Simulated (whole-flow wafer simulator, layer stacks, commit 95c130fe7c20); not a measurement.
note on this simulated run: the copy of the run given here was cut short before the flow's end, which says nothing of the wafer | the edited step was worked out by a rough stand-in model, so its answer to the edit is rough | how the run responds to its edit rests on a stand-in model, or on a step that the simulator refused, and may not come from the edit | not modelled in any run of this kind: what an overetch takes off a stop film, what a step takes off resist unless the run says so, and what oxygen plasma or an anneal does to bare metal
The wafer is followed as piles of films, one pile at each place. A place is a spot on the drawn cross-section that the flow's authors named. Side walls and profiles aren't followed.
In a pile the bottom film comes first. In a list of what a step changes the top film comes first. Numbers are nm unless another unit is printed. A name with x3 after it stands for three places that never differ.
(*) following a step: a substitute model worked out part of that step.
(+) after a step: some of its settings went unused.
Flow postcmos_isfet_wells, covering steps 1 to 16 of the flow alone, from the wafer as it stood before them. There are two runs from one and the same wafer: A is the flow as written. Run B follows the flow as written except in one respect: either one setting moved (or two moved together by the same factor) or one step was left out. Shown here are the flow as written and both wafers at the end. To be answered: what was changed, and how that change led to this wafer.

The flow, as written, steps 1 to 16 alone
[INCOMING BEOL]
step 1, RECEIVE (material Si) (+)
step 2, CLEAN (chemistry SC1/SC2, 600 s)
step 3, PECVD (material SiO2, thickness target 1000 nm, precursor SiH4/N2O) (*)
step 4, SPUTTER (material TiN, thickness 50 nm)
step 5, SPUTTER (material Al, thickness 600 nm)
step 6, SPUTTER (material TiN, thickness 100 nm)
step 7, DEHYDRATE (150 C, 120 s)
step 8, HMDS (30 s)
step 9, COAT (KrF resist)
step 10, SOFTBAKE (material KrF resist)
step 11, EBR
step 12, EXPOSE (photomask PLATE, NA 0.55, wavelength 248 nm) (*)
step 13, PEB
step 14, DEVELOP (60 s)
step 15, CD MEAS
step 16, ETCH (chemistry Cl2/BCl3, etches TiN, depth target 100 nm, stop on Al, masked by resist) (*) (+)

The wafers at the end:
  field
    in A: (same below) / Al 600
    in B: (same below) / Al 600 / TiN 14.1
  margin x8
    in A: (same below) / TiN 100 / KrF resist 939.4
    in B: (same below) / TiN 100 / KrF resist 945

Cause: step 16, ETCH: depth target 85.9 nm was run, though the flow has depth target 100 nm.

The path from the change to this, step by step:
  step 16, ETCH (chemistry Cl2/BCl3, etches TiN, depth target 100 nm, stop on Al, masked by resist) (*) (+)
      field: A -100 TiN (all of it) | B -85.9 TiN
      margin x8: A -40 KrF resist | B -34.4 KrF resist
